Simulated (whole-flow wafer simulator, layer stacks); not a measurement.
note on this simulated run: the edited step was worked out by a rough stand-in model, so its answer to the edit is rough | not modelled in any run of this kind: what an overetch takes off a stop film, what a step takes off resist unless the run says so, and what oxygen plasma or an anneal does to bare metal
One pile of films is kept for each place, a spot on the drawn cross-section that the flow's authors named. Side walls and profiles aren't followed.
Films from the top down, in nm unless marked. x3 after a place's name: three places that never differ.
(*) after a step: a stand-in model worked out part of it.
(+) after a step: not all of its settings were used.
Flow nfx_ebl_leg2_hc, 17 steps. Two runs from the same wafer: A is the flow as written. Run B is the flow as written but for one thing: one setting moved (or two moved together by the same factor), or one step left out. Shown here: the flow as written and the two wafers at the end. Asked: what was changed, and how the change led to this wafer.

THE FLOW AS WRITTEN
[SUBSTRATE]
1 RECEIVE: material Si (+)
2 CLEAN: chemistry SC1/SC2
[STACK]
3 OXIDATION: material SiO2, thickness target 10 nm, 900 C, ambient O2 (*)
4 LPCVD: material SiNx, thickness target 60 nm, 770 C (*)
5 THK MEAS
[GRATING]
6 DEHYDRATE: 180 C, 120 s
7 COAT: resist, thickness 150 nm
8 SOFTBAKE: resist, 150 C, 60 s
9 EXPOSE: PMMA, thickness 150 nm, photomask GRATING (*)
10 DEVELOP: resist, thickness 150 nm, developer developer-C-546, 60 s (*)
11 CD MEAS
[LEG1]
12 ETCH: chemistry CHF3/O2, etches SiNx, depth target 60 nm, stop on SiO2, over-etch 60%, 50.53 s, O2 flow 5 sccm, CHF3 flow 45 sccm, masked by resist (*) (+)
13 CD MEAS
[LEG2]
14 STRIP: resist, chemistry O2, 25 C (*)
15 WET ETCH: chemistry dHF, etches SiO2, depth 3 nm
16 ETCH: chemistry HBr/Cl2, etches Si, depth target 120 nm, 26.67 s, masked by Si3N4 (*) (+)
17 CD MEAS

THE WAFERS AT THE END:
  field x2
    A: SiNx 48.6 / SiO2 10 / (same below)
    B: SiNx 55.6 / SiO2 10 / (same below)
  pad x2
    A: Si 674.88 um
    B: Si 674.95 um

The cause: step 16, ETCH: depth target 45.8 nm was run, where the flow has depth target 120 nm; step 16, ETCH: 10.19 s was run, where the flow has 26.67 s.

How the change led to this, step by step:
  16 ETCH: chemistry HBr/Cl2, etches Si, depth target 120 nm, 26.67 s, masked by Si3N4 (*) (+)
      field x2: A SiNx -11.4 | B SiNx -4.37
      pad x2: A Si -120 | B Si -45.8
